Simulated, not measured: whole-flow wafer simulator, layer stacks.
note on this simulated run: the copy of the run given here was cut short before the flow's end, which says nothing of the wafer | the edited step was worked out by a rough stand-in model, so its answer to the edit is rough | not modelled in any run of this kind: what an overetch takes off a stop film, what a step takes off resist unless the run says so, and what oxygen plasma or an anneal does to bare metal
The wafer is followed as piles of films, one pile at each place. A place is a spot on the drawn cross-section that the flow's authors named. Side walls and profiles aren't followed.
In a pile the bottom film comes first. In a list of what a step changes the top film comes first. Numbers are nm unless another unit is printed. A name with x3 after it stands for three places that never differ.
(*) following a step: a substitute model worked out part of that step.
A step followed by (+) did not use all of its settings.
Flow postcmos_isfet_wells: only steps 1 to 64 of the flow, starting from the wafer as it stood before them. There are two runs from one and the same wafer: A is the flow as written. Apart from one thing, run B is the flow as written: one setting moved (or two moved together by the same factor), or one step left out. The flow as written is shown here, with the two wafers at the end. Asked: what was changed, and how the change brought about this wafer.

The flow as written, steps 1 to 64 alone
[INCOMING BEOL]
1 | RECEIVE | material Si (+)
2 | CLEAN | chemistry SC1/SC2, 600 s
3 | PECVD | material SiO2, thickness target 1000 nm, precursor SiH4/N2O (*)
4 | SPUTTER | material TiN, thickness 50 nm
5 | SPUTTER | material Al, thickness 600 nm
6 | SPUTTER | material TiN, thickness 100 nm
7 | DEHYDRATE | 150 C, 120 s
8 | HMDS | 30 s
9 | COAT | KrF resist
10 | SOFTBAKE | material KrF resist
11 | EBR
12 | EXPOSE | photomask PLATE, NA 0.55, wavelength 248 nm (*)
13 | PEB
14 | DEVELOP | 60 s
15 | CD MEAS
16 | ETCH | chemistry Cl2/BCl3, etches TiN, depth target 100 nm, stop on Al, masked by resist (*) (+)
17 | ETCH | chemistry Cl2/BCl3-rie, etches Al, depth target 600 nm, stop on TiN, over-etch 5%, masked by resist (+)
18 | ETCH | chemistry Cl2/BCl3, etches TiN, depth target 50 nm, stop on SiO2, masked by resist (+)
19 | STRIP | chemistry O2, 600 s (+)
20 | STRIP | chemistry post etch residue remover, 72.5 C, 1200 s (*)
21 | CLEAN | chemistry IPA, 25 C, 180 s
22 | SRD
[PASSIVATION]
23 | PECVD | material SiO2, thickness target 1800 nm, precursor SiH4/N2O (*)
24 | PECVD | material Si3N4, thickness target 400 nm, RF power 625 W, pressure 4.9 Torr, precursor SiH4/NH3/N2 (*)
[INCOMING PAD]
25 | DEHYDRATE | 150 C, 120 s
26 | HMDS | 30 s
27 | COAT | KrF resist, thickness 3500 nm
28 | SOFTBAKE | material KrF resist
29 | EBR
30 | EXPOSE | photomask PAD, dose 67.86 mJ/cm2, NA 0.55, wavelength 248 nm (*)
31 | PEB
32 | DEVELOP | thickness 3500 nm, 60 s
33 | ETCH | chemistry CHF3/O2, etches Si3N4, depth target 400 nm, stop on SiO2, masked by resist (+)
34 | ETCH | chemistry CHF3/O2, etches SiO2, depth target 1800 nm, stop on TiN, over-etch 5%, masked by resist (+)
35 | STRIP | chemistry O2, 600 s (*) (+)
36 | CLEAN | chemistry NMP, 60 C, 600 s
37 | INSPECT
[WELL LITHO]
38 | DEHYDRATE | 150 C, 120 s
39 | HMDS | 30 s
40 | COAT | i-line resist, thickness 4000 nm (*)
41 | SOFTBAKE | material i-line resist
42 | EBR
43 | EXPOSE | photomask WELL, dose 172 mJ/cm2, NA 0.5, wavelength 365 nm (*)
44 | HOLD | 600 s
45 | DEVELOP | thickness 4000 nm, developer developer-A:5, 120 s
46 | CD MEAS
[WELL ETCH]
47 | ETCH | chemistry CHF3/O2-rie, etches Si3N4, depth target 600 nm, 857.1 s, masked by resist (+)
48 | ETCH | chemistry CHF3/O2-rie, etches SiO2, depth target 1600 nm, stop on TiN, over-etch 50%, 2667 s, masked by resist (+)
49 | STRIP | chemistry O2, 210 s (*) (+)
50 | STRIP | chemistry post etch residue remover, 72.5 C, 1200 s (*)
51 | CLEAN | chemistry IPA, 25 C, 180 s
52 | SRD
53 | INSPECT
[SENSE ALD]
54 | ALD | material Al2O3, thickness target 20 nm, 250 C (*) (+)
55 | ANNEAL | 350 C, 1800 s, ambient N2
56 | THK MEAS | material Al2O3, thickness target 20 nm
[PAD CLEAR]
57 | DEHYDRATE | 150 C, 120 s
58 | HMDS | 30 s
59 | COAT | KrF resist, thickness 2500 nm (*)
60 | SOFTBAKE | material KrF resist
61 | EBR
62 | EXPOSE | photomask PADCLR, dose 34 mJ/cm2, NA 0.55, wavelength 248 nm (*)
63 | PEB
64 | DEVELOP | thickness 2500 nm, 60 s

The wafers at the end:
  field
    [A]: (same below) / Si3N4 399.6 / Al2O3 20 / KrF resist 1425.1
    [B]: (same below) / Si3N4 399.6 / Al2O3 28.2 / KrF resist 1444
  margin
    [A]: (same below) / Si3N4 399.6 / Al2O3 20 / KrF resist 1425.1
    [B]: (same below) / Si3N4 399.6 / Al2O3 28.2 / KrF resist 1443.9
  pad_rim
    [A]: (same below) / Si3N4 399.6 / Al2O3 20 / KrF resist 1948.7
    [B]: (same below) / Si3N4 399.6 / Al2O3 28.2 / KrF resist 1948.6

The reason: step 54, ALD: thickness target 28.2 nm was run, while the flow as written has thickness target 20 nm.
The wafer lets one read it off: field has Al2O3 28.2, and step 54 as written asks for 20 nm.

The path from the change to this, step by step:
  54 | ALD | material Al2O3, thickness target 20 nm, 250 C (*) (+)
      field, margin, well900, well1300 x3, pad_rim, pad_clr, pad_open: A Al2O3 gains 20 (new film) | B Al2O3 gains 28.2 (new film)
